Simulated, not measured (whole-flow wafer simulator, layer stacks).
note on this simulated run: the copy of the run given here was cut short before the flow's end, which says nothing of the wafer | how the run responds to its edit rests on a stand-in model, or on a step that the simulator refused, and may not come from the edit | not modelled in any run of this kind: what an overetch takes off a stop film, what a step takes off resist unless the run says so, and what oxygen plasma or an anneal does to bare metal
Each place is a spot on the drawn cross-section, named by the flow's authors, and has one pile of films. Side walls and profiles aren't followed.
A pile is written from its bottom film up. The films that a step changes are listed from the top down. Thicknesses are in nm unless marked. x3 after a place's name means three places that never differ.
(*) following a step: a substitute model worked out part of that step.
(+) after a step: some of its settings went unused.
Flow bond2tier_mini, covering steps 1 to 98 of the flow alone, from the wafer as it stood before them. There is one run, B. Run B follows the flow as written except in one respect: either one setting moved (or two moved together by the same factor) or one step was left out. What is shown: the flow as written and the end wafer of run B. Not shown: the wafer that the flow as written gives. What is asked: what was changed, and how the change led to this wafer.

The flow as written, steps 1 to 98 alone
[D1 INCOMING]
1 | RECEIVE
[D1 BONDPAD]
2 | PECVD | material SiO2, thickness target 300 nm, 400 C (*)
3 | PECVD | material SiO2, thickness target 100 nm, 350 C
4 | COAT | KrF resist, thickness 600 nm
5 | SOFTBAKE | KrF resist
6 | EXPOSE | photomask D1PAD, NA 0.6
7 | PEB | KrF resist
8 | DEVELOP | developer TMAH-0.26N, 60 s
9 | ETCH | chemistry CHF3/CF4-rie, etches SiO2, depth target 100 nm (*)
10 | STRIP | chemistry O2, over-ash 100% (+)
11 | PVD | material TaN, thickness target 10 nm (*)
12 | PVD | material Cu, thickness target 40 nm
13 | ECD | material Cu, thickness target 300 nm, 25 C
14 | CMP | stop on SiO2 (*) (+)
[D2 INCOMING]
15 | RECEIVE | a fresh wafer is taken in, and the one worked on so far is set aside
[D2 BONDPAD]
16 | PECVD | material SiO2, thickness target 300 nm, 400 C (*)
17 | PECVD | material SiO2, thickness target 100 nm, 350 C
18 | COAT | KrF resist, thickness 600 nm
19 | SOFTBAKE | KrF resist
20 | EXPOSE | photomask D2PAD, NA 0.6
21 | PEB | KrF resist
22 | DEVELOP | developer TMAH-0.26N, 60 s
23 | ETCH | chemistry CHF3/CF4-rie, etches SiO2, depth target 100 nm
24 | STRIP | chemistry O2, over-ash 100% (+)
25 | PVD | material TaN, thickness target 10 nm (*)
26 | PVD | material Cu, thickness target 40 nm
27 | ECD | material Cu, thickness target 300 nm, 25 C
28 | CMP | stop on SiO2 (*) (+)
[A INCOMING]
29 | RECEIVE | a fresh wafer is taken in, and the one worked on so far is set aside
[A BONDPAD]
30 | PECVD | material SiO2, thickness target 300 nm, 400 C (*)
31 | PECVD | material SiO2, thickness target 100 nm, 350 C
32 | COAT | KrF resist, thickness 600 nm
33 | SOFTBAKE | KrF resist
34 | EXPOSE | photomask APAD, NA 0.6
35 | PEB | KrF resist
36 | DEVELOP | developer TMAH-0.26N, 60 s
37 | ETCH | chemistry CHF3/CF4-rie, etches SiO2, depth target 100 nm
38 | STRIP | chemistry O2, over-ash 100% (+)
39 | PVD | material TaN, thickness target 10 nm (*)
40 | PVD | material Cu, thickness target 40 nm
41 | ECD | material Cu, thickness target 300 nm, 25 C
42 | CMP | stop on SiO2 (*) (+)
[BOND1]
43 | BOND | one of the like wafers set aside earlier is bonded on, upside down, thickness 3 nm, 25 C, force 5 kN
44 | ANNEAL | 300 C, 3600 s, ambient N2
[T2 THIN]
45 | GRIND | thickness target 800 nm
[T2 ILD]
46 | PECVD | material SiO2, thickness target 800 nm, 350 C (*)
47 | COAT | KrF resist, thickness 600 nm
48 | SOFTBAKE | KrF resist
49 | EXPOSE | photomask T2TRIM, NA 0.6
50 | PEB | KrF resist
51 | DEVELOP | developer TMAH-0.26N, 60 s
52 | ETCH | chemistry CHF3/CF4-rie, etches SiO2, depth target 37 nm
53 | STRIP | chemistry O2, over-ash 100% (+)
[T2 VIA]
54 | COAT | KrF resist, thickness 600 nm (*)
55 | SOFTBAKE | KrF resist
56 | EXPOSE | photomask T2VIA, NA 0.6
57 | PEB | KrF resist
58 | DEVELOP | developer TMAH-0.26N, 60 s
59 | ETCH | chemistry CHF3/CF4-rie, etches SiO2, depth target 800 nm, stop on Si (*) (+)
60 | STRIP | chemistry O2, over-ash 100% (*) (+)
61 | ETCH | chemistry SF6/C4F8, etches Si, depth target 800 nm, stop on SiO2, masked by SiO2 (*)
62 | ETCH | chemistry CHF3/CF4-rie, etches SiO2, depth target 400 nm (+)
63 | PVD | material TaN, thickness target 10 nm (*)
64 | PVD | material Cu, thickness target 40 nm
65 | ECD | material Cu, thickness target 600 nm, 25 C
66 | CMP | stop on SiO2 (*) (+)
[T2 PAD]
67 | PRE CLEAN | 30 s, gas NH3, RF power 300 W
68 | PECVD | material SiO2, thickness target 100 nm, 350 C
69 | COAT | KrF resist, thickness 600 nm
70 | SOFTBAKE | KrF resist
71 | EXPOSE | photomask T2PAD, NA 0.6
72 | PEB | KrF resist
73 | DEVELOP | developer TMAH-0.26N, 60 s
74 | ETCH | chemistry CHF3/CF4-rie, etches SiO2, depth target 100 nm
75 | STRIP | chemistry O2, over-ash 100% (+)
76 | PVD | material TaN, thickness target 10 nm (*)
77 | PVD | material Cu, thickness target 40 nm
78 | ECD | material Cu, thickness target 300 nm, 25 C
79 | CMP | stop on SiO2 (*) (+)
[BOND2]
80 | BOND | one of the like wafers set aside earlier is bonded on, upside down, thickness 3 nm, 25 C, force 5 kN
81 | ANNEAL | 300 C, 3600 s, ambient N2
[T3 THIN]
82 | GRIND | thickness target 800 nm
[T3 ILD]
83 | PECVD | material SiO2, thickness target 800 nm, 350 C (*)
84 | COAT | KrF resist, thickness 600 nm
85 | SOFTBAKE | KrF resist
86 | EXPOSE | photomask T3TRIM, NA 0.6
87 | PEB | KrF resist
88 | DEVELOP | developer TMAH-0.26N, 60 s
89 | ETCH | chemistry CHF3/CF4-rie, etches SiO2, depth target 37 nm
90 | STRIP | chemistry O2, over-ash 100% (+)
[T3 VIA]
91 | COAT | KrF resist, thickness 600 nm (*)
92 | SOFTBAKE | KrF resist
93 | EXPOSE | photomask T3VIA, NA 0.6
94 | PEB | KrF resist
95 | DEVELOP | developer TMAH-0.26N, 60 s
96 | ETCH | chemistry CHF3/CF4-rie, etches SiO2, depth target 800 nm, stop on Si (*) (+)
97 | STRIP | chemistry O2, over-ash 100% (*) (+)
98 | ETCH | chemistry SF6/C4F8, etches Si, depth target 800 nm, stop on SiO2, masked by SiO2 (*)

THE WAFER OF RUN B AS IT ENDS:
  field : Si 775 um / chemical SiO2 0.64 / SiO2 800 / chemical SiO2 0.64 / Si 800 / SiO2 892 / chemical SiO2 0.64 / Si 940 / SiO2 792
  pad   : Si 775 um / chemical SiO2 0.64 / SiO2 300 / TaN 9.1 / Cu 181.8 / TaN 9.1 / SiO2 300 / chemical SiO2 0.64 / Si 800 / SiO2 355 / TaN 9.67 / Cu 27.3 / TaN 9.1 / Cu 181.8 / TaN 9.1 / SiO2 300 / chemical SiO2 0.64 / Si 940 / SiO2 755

The reason: step 82, GRIND: thickness target 940 nm was run, though the flow has thickness target 800 nm.
One can read it off the wafer: field has Si 940, and step 82 as written asks for 800 nm.

The path from the change to this, step by step:
  82 | GRIND | thickness target 800 nm
      field, pad: Si loses 774.06 um (it would be, as written: Si loses 774.2 um)
